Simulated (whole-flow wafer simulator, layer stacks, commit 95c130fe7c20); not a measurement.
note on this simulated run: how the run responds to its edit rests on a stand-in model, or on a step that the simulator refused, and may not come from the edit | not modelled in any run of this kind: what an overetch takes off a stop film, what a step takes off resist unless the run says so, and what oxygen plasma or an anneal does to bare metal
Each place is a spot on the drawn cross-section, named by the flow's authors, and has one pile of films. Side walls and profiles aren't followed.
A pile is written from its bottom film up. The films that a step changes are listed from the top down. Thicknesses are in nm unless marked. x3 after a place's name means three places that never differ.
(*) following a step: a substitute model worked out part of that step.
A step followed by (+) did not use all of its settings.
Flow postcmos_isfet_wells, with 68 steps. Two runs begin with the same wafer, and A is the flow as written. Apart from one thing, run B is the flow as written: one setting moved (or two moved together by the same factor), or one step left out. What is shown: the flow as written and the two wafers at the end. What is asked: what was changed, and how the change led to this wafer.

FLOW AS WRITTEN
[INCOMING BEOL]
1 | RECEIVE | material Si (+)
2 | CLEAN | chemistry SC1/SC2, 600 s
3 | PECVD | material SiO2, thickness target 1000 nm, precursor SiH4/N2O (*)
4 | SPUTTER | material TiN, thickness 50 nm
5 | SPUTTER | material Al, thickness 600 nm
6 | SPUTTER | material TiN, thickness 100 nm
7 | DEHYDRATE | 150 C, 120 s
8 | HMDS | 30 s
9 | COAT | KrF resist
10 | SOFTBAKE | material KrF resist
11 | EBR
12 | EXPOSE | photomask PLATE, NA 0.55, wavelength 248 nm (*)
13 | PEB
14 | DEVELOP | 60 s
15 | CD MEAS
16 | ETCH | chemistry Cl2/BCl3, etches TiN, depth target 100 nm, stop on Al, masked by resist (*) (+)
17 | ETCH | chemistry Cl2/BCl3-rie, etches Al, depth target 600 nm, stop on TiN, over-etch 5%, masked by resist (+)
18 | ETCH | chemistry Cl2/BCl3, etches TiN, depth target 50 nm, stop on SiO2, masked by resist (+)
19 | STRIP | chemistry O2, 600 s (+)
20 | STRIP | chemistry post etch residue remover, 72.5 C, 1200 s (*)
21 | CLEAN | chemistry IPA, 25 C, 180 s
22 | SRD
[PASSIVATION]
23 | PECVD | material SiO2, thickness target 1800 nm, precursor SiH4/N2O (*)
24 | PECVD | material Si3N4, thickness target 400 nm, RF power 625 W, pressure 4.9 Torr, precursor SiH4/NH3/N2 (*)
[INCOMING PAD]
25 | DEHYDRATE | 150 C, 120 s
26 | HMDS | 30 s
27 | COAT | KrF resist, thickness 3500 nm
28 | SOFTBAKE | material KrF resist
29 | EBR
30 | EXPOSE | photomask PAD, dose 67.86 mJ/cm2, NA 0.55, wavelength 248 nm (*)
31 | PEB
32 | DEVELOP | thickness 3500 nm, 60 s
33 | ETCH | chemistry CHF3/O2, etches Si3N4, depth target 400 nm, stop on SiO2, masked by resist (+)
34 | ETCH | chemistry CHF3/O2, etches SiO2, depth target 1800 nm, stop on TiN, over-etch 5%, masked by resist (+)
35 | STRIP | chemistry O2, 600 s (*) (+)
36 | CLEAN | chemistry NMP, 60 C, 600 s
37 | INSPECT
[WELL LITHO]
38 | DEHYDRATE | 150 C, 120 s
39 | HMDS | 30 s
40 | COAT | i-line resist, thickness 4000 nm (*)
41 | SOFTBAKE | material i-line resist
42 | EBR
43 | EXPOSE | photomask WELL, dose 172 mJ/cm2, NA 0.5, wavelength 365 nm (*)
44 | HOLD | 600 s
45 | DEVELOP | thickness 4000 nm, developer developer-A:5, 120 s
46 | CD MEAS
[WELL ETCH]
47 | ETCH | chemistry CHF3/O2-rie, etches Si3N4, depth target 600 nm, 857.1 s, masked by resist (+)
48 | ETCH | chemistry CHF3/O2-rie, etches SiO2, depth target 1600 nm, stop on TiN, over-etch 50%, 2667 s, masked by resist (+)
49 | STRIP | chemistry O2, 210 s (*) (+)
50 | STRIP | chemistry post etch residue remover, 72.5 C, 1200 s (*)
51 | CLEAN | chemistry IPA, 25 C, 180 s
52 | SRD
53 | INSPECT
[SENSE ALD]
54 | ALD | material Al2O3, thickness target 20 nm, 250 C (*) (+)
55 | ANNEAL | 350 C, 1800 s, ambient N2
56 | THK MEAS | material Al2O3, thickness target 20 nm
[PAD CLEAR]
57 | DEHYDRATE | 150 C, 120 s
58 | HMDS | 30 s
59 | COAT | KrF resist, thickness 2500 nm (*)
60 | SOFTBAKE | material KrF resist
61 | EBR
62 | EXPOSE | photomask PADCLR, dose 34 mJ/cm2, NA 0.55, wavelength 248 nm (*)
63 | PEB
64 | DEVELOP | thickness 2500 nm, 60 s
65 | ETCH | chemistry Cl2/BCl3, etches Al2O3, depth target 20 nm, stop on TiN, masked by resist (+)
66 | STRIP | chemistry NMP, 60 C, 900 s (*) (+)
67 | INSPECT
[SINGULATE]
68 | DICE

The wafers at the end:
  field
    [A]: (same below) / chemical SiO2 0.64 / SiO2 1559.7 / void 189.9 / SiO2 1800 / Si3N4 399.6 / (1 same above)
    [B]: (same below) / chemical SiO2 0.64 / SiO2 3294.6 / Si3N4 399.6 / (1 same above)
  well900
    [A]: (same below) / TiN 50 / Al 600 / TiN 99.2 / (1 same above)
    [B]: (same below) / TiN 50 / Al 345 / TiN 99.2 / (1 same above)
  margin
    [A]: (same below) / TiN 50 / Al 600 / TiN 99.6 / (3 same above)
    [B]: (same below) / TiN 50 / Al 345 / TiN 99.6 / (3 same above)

The reason: step 5, SPUTTER: thickness 345 nm was run, while the flow as written has thickness 600 nm.
The wafer lets one read it off: well900 has Al 345, and step 5 as written asks for 600 nm.

Step by step, how the change led to this:
  5 | SPUTTER | material Al, thickness 600 nm
      field, margin, well900, well1300 x3, pad_rim, pad_clr, pad_open: A Al gains 600 (new film) | B Al gains 345 (new film)
  17 | ETCH | chemistry Cl2/BCl3-rie, etches Al, depth target 600 nm, stop on TiN, over-etch 5%, masked by resist (+)
      margin, well900, well1300 x3, pad_rim, pad_clr, pad_open: A KrF resist loses 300 | B KrF resist loses 181.1
      field: A Al loses 600 (all of it) | B Al loses 345 (all of it)
  19 | STRIP | chemistry O2, 600 s (+)
      margin, well900, well1300 x3, pad_rim, pad_clr, pad_open: A KrF resist loses 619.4 (all of it) | B KrF resist loses 738.2 (all of it)
  23 | PECVD | material SiO2, thickness target 1800 nm, precursor SiH4/N2O (*)
      field: A SiO2 gains 1800 (new film), void gains 189.9 (new film), SiO2 gains 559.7 | B SiO2 gains 2294.6
